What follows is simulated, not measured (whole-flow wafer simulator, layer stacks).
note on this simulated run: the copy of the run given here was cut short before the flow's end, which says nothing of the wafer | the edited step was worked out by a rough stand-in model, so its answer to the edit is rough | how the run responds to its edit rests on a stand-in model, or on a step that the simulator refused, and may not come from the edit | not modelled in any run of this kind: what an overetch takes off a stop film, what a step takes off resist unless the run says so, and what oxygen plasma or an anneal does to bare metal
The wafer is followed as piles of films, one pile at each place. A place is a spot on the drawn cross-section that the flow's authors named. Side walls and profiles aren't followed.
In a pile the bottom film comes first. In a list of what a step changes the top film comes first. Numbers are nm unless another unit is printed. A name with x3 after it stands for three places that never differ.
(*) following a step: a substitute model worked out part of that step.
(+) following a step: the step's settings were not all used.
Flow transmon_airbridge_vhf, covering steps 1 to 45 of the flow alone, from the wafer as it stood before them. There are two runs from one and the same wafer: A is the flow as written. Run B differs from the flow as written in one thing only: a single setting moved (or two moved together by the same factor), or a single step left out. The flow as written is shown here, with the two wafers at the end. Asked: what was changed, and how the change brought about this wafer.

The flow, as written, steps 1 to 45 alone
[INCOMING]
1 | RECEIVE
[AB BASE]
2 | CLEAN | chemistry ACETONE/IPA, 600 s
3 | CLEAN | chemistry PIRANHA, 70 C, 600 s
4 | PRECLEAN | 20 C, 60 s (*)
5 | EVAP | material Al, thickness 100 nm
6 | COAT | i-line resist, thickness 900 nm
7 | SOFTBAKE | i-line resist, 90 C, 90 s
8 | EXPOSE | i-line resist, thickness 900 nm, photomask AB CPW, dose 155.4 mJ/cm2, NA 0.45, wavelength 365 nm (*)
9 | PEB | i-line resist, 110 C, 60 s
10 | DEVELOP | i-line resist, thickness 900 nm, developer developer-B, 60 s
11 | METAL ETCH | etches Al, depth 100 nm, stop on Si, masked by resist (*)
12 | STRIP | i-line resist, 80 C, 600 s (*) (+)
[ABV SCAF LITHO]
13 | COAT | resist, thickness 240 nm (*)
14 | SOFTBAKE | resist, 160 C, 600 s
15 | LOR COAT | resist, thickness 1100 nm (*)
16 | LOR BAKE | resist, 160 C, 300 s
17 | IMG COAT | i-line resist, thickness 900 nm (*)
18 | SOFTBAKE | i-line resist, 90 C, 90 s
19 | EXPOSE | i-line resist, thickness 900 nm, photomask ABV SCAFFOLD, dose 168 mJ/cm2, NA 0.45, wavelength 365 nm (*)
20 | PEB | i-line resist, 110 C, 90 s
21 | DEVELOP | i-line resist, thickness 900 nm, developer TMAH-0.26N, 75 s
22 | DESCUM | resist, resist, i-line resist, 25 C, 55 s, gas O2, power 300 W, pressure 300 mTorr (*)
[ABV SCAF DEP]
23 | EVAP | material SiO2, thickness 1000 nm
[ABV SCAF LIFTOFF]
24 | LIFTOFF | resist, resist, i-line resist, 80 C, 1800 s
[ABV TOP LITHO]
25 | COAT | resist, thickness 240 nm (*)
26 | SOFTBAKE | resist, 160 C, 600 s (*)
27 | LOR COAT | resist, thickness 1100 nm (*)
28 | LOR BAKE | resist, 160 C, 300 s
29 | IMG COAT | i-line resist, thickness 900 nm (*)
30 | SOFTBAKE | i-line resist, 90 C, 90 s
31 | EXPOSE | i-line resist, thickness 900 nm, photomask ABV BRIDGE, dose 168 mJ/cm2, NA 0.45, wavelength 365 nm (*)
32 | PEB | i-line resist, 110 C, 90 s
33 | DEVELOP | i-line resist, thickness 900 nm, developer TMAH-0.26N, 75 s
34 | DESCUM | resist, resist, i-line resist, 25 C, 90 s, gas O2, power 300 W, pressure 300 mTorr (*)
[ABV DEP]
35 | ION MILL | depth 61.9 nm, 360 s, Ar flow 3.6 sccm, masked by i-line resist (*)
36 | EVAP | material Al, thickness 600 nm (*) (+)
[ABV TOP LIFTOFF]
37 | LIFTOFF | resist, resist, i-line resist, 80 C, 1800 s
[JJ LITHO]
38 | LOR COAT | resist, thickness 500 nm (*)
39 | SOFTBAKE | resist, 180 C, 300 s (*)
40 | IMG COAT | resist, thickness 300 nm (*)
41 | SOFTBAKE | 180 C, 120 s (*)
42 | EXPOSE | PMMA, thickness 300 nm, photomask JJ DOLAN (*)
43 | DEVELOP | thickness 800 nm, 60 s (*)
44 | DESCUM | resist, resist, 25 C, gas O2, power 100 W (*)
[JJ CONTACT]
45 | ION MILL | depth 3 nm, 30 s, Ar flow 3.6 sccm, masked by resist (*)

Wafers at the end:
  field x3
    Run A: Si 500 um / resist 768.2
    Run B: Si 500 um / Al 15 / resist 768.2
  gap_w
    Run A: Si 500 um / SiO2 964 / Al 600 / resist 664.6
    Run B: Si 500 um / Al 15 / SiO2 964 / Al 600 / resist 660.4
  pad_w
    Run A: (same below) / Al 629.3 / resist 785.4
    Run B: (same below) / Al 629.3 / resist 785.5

Cause: step 11, METAL ETCH: depth 85 nm was run, while the flow as written has depth 100 nm.

The path from the change to this, step by step:
  11 | METAL ETCH | etches Al, depth 100 nm, stop on Si, masked by resist (*)
      field x3, jj_line, gap_w, gap_e: A Al loses 100 (all of it) | B Al loses 85
      ground_far, pad_w, flank_w and 8 more: A i-line resist loses 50 | B i-line resist loses 42.5
  45 | ION MILL | depth 3 nm, 30 s, Ar flow 3.6 sccm, masked by resist (*)
      jj_line: A Si loses 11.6 | B Al loses 15 (all of it), Si loses 3.18
Taking metal films that touch as one body, field x3 has 1 body; the flow as written gives 0 bodies.
Taking metal films that touch as one body, gap_w has 2 bodies (between them, from the top down: SiO2 964); the flow as written gives 1 body.
